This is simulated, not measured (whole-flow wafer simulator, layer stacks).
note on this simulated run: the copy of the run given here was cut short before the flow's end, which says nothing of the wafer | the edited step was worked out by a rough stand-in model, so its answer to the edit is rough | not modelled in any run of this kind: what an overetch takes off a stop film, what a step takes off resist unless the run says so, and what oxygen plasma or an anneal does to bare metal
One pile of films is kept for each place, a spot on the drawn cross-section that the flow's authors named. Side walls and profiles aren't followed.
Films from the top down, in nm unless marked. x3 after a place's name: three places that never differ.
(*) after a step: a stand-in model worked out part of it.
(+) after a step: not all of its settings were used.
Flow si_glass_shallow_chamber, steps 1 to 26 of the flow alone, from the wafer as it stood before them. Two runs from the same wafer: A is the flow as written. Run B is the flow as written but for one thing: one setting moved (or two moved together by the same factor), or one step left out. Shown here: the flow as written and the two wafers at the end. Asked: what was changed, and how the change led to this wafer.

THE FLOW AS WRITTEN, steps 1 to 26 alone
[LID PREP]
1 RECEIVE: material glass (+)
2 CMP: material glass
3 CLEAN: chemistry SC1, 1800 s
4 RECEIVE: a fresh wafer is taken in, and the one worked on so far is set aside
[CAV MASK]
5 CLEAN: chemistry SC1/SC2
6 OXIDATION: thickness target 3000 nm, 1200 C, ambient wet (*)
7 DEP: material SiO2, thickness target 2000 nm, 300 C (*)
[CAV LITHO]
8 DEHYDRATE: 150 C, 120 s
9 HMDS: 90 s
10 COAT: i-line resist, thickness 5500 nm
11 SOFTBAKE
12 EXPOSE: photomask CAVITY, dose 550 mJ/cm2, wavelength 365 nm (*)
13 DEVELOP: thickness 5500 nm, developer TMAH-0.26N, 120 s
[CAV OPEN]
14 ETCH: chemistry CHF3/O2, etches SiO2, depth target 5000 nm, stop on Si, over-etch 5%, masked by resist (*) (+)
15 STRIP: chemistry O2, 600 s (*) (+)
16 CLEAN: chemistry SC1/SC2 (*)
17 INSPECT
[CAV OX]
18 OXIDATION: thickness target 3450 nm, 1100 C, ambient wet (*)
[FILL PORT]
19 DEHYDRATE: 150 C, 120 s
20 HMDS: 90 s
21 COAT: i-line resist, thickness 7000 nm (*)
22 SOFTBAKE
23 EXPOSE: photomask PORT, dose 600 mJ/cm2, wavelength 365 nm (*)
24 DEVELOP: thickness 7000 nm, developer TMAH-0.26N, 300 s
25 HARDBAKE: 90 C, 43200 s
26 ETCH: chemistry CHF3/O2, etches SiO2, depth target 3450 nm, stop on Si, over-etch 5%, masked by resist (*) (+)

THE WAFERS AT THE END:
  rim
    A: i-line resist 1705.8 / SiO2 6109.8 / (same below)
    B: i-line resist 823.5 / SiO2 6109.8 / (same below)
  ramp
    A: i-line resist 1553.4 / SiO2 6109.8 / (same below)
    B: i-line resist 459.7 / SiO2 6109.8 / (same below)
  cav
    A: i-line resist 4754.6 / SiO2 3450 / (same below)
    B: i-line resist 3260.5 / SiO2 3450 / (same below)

The cause: step 21, COAT: thickness 5600 nm was run, where the flow has thickness 7000 nm.

How the change led to this, step by step:
  21 COAT: i-line resist, thickness 7000 nm (*)
      rim: A i-line resist +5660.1 (new film) | B i-line resist +4312 (new film)
      ramp: A i-line resist +5087.8 (new film) | B i-line resist +3762 (new film)
      (and at 4 more places)
  22 SOFTBAKE
      port: A i-line resist +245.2 | B i-line resist -188.8
      rim: A i-line resist -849 | B i-line resist -411.5
      (and at 4 more places)
  24 DEVELOP: thickness 7000 nm, developer TMAH-0.26N, 300 s
      port: A i-line resist -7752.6 (all of it) | B i-line resist -5905.6 (all of it)
  25 HARDBAKE: 90 C, 43200 s
      rim: A i-line resist -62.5 | B i-line resist -34.3
      ramp: A i-line resist -57.1 | B i-line resist -24.9
      (and at 3 more places)
